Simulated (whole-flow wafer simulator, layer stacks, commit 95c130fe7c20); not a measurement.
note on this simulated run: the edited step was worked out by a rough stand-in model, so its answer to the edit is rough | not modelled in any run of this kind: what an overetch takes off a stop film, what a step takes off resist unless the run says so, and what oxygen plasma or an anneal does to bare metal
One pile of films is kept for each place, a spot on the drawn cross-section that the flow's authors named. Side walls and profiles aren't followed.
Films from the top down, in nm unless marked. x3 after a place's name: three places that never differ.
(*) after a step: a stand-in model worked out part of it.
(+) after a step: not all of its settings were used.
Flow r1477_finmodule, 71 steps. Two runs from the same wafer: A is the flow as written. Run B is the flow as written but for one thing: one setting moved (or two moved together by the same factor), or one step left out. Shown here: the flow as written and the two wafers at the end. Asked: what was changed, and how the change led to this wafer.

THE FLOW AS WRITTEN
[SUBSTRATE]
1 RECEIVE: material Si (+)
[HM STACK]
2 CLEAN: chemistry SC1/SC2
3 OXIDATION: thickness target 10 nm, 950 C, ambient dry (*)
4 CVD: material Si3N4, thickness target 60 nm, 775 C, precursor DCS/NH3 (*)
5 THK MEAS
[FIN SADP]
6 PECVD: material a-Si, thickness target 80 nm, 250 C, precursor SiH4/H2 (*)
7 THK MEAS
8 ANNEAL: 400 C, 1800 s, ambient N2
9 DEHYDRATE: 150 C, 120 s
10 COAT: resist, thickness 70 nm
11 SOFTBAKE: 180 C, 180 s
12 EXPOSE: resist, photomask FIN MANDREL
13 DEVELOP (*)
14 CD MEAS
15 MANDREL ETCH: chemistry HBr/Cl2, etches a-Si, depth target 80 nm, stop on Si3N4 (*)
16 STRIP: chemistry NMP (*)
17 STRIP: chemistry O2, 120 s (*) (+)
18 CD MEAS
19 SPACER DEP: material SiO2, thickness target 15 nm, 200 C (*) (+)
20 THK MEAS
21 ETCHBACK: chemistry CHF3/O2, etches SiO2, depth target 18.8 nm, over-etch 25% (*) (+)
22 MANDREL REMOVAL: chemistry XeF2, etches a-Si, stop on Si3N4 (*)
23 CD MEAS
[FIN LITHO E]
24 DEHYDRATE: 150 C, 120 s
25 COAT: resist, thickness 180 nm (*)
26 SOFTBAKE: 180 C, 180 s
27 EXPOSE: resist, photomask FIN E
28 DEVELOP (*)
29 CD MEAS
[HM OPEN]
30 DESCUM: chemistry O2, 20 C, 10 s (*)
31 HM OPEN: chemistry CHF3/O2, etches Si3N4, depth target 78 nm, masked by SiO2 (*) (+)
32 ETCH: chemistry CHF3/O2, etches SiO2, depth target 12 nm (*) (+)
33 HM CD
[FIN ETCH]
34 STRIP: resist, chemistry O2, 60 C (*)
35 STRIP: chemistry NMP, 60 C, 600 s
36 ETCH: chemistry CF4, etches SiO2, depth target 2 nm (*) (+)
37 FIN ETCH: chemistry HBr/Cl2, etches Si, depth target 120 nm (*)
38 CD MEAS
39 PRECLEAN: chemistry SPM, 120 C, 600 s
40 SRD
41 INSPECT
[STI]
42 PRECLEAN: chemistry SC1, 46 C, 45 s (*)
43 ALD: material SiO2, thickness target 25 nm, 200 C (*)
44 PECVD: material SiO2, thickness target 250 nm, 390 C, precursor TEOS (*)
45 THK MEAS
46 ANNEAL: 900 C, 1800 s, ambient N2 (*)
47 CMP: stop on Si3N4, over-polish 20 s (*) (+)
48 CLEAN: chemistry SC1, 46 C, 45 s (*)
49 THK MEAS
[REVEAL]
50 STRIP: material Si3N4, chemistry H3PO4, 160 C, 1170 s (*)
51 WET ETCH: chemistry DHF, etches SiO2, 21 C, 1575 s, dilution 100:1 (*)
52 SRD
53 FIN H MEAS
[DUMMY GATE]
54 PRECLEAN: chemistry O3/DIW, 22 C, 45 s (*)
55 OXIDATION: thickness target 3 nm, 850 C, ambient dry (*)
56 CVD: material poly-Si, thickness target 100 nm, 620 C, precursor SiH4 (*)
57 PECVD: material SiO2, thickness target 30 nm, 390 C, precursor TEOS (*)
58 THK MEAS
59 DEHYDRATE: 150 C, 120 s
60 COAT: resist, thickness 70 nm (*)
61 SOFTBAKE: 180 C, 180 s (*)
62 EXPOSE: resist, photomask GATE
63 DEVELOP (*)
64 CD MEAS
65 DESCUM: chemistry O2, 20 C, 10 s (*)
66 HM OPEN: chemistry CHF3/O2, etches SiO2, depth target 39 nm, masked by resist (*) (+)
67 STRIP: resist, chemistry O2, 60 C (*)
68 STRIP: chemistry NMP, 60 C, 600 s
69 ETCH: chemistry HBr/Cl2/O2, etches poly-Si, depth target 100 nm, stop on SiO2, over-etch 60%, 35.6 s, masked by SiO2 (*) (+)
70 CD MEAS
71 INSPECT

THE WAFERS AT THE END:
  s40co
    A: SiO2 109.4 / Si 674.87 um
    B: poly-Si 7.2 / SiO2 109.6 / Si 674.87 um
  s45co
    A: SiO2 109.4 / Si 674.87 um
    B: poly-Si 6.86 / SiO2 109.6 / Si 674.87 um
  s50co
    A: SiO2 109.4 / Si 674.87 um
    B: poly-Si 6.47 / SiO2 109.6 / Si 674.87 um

The cause: step 56, CVD: thickness target 155 nm was run, where the flow has thickness target 100 nm.

How the change led to this, step by step:
  56 CVD: material poly-Si, thickness target 100 nm, 620 C, precursor SiH4 (*)
      pad, padg, elg and 26 more: A poly-Si +100 (new film) | B poly-Si +155 (new film)
      s40cg, s40co: A poly-Si +113.9 (new film) | B poly-Si +169.6 (new film)
      (and at 5 more places)
  67 STRIP: resist, chemistry O2, 60 C (*)
      s40cg: A resist -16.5 (all of it) | B resist -15.9 (all of it)
      s45cg: A resist -16.9 (all of it) | B resist -16.2 (all of it)
      (and at 1 more place)
  69 ETCH: chemistry HBr/Cl2/O2, etches poly-Si, depth target 100 nm, stop on SiO2, over-etch 60%, 35.6 s, masked by SiO2 (*) (+)
      pad, eso, e40so, e100so, e200so, s40so, s45so, s50so: A chemical SiO2 -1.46 (all of it), poly-Si -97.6 (all of it), SiO2 -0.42 | B chemical SiO2 -1.46 (all of it), poly-Si -152.6 (all of it)
      elo, e40lo, e100lo, e200lo: A chemical SiO2 -1.46 (all of it), poly-Si -97.6 (all of it), Si3N4 -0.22 | B chemical SiO2 -1.46 (all of it), poly-Si -152.6 (all of it)
      (and at 6 more places)
